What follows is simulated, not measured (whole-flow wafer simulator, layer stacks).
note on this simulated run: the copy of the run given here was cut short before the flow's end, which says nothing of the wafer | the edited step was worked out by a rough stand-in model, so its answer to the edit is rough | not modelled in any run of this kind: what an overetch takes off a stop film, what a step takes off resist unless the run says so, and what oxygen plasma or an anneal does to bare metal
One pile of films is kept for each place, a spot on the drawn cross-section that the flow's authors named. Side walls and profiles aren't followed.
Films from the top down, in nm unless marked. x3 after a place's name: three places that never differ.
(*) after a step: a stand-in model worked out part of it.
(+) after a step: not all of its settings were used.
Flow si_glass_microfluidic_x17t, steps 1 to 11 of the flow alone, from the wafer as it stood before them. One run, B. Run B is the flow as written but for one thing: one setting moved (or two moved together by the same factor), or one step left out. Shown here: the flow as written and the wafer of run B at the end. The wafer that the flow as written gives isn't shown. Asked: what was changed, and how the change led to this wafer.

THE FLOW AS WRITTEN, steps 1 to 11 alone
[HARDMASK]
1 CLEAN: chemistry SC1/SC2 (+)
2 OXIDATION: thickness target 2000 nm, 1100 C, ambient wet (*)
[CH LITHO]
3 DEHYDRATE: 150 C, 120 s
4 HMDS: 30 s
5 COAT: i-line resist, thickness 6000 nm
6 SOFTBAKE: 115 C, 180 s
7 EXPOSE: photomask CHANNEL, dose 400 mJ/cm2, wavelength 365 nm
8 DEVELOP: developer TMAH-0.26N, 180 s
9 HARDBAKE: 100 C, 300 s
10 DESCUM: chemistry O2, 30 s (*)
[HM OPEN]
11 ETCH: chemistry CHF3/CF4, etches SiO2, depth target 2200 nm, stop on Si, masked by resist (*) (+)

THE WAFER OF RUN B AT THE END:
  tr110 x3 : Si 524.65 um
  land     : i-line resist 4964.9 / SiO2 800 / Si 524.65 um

The cause: step 2, OXIDATION: thickness target 800 nm was run, where the flow has thickness target 2000 nm.
It can be read off the wafer: land has SiO2 800, and step 2 as written asks for 2000 nm.

How the change led to this, step by step:
  2 OXIDATION: thickness target 2000 nm, 1100 C, ambient wet (*)
      land, tr110 x3: SiO2 +800 (new film), chemical SiO2 -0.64 (all of it), Si -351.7 (as written it would be: SiO2 +2000 (new film), chemical SiO2 -0.64 (all of it), Si -879.7)
  11 ETCH: chemistry CHF3/CF4, etches SiO2, depth target 2200 nm, stop on Si, masked by resist (*) (+)
      tr110 x3: SiO2 -800 (all of it) (as written it would be: SiO2 -2000 (all of it))
      land: i-line resist -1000 (as written it would be: i-line resist -1833.3)
